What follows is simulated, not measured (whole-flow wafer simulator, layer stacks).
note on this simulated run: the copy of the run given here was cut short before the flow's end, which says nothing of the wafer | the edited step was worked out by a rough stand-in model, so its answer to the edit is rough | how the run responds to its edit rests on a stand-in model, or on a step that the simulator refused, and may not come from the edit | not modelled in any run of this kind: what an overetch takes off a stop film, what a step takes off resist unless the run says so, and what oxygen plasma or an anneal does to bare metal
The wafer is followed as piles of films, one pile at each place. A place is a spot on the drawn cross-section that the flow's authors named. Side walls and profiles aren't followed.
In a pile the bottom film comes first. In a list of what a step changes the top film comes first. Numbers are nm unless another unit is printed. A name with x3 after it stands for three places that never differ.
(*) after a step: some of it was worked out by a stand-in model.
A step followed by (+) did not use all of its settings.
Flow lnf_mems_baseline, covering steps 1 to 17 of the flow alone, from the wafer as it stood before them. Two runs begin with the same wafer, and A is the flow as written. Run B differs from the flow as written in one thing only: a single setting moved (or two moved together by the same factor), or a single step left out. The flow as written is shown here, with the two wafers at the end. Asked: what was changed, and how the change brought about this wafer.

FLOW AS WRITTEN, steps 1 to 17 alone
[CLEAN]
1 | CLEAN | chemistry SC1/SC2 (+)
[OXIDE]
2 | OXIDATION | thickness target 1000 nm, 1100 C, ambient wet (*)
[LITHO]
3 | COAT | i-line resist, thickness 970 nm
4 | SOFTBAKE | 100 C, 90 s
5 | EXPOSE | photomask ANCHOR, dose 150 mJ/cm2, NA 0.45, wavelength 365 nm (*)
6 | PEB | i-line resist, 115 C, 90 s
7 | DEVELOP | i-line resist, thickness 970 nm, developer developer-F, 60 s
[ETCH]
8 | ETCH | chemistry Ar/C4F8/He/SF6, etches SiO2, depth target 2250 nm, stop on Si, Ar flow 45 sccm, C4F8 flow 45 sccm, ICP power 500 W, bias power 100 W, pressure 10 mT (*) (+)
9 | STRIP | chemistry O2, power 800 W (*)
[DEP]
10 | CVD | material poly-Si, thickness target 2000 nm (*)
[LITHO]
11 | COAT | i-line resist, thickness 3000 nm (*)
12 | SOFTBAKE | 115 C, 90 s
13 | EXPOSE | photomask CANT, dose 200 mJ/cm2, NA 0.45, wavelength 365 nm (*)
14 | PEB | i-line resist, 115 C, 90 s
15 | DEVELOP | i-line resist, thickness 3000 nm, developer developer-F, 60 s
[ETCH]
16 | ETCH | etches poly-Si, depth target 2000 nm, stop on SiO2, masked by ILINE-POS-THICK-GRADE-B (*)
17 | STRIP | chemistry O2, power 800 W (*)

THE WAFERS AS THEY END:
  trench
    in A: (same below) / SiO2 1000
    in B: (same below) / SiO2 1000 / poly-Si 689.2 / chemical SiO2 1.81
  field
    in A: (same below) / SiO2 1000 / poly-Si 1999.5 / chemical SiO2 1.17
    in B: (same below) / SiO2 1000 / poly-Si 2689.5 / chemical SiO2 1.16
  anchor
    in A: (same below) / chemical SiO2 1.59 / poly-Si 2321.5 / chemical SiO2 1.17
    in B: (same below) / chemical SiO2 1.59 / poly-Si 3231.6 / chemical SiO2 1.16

What caused this: step 10, CVD: thickness target 2690 nm was run, while the flow as written has thickness target 2000 nm.

The path from the change to this, step by step:
  10 | CVD | material poly-Si, thickness target 2000 nm (*)
      field, beam, trench, char_slit: A poly-Si gains 2000 (new film) | B poly-Si gains 2690 (new film)
      anchor: A poly-Si gains 2322 (new film) | B poly-Si gains 3232.1 (new film)
  11 | COAT | i-line resist, thickness 3000 nm (*)
      anchor: A i-line resist gains 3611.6 (new film) | B i-line resist gains 3403.6 (new film)
  12 | SOFTBAKE | 115 C, 90 s
      field: A i-line resist loses 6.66 | B i-line resist loses 5.57
      anchor: A i-line resist gains 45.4 | B i-line resist gains 36.8
      (also at 2 further places)
  14 | PEB | i-line resist, 115 C, 90 s
      anchor: A i-line resist loses 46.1 | B i-line resist loses 42.3
  16 | ETCH | etches poly-Si, depth target 2000 nm, stop on SiO2, masked by ILINE-POS-THICK-GRADE-B (*)
      trench, char_slit: A poly-Si loses 2000 (all of it) | B poly-Si loses 2000
  17 | STRIP | chemistry O2, power 800 W (*)
      trench, char_slit: A nothing | B chemical SiO2 gains 1.81 (new film), poly-Si loses 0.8
      anchor: A chemical SiO2 gains 1.17 (new film), i-line resist loses 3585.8 (all of it), poly-Si loses 0.52 | B chemical SiO2 gains 1.16 (new film), i-line resist loses 3373.1 (all of it), poly-Si loses 0.51
